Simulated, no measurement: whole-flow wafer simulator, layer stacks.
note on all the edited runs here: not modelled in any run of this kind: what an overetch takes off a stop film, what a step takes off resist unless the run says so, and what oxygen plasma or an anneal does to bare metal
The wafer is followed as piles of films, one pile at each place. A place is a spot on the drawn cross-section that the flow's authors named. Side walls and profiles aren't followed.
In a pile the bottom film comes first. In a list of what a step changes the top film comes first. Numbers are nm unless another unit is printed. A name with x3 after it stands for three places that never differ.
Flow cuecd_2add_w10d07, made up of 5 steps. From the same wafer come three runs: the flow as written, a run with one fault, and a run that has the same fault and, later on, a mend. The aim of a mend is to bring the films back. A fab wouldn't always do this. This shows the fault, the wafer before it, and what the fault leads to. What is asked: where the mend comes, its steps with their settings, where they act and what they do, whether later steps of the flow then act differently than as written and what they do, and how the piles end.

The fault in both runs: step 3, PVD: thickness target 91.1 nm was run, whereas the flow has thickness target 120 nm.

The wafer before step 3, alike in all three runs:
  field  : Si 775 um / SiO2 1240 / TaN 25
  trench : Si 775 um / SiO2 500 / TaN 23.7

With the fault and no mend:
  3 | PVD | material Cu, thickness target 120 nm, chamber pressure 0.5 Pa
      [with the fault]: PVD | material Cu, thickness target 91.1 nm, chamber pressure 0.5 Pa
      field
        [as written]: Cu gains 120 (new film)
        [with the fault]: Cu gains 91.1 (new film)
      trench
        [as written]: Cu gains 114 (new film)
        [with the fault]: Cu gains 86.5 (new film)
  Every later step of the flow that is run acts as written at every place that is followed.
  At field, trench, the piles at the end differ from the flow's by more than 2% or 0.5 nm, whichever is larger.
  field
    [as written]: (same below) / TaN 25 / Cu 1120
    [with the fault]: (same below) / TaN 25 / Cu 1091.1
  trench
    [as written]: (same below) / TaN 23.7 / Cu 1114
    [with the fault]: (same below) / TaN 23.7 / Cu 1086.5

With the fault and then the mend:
  The mend follows step 3.
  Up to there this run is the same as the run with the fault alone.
  3a | ETCH | chemistry cu recess dil, depth target 104.7 nm
      field
        Cu loses 91.1 (all of it)
      trench
        Cu loses 86.5 (all of it)
  3b | PVD | material Cu, thickness target 120 nm, chamber pressure 0.5 Pa (the flow's step 3 again)
      field
        Cu gains 120 (new film)
      trench
        Cu gains 114 (new film)
  Every later step of the flow that is run acts as written at every place that is followed.
  By the end, the piles equal the flow's at every place that both follow.
